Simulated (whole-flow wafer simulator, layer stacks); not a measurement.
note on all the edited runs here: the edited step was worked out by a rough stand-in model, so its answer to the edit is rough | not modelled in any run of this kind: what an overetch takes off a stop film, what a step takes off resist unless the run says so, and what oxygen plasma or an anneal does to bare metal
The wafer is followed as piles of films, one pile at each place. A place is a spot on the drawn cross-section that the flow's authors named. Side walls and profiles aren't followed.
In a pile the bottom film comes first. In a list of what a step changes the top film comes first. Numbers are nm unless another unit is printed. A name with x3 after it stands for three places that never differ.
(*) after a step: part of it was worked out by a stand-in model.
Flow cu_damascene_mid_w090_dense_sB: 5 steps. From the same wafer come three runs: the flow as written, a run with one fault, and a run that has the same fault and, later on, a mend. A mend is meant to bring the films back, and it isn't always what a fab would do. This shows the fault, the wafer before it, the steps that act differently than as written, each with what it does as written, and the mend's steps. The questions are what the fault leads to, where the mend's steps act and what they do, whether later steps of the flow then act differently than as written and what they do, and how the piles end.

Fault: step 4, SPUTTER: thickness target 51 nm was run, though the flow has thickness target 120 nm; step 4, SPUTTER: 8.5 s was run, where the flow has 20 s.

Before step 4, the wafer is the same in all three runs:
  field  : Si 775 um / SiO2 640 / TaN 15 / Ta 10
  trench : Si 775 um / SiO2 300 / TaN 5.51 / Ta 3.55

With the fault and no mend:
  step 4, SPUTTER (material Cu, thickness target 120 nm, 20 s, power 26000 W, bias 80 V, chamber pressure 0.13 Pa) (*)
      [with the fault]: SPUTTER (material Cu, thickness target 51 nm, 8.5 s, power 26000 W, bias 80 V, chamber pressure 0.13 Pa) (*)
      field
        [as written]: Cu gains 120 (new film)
        [with the fault]: Cu gains 51 (new film)
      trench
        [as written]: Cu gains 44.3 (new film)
        [with the fault]: Cu gains 18.8 (new film)
  Later steps of the flow acting differently than as written:
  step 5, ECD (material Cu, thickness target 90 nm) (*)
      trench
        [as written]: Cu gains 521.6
        [with the fault]: Cu gains 478.1
  At field, trench, the piles at the end differ from the flow's by more than 2% or 0.5 nm, whichever is larger.
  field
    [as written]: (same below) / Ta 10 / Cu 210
    [with the fault]: (same below) / Ta 10 / Cu 141
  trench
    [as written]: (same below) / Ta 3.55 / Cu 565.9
    [with the fault]: (same below) / Ta 3.55 / Cu 496.9

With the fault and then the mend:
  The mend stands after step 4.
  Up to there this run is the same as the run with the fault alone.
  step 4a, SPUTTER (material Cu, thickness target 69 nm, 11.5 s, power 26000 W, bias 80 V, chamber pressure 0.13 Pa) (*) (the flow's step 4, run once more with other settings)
      field
        Cu gains 69
      trench
        Cu gains 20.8
  Later steps of the flow that are run all act as written at every place that is followed, up to a difference of at most 2% or 0.5 nm, whichever is larger.
  By the end, the piles equal the flow's at every place that both follow.
